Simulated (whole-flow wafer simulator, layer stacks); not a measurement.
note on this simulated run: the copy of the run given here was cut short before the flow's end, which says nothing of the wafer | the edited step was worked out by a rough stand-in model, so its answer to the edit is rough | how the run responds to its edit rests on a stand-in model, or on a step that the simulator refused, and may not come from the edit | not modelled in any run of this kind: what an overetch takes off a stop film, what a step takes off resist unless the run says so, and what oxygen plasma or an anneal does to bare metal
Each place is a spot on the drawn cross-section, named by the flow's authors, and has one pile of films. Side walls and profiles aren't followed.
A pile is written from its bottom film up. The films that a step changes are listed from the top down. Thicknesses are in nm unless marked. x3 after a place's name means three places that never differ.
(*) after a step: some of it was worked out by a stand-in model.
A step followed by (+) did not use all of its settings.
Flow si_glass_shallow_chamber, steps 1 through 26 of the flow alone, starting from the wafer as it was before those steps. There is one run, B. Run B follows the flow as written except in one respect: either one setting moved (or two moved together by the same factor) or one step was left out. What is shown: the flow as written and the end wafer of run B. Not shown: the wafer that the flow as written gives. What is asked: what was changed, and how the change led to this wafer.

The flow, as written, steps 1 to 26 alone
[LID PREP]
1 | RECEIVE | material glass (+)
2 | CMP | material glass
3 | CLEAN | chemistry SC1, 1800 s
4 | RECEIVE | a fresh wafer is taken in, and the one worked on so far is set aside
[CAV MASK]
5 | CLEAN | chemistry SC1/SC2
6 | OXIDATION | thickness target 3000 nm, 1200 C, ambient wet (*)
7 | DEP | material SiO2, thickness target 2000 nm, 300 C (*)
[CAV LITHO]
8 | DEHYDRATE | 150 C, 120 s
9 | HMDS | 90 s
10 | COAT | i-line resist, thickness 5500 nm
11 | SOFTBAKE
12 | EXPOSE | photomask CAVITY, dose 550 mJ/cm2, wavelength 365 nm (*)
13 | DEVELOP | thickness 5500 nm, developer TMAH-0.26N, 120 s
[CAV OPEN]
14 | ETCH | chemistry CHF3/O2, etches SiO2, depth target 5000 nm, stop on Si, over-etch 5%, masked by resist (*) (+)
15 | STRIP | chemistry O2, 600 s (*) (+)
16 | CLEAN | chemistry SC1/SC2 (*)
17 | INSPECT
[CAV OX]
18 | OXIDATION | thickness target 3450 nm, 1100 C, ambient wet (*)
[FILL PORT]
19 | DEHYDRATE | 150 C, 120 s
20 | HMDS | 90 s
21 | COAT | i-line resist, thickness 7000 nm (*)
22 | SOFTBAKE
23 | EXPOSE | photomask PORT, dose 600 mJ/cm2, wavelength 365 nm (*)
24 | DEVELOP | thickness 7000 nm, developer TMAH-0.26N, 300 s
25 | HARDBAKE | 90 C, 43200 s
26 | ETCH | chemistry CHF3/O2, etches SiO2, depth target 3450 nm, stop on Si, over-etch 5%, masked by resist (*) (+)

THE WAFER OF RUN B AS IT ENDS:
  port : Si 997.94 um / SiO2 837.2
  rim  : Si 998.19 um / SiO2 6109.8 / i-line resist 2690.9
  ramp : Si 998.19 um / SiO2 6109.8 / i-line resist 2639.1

What caused this: step 14, ETCH: depth target 2125 nm was run, while the flow as written has depth target 5000 nm.

How this came from the change, step by step:
  14 | ETCH | chemistry CHF3/O2, etches SiO2, depth target 5000 nm, stop on Si, over-etch 5%, masked by resist (*) (+)
      cav, port: SiO2 loses 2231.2 (as written it would have been: SiO2 loses 5000 (all of it), Si loses 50)
      rim, ramp, septum, ring: i-line resist loses 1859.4 (as written it would have been: i-line resist loses 4375)
  15 | STRIP | chemistry O2, 600 s (*) (+)
      cav, port: nothing (as written it would have been: chemical SiO2 gains 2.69 (new film), Si loses 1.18)
      rim, ramp, septum, ring: i-line resist loses 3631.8 (all of it) (as written it would have been: i-line resist loses 1116.2 (all of it))
  18 | OXIDATION | thickness target 3450 nm, 1100 C, ambient wet (*)
      cav, port: SiO2 gains 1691, Si loses 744 (as written it would have been: SiO2 gains 3450 (new film), chemical SiO2 loses 2.69 (all of it), Si loses 1516.8)
  21 | COAT | i-line resist, thickness 7000 nm (*)
      rim: i-line resist gains 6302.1 (new film) (as written it would have been: i-line resist gains 5660.1 (new film))
      ramp: i-line resist gains 5989.8 (new film) (as written it would have been: i-line resist gains 5087.8 (new film))
      (also at 2 further places)
  22 | SOFTBAKE
      rim: i-line resist loses 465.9 (as written it would have been: i-line resist loses 849)
      ramp: i-line resist loses 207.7 (as written it would have been: i-line resist loses 434.5)
      (also at 4 further places)
  24 | DEVELOP | thickness 7000 nm, developer TMAH-0.26N, 300 s
      port: i-line resist loses 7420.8 (all of it) (as written it would have been: i-line resist loses 7752.6 (all of it))
  25 | HARDBAKE | 90 C, 43200 s
      rim: i-line resist loses 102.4 (as written it would have been: i-line resist loses 62.5)
      ramp: i-line resist loses 100.1 (as written it would have been: i-line resist loses 57.1)
      (also at 1 further place)
  26 | ETCH | chemistry CHF3/O2, etches SiO2, depth target 3450 nm, stop on Si, over-etch 5%, masked by resist (*) (+)
      port: SiO2 loses 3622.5 (as written it would have been: SiO2 loses 3450 (all of it), Si loses 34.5)
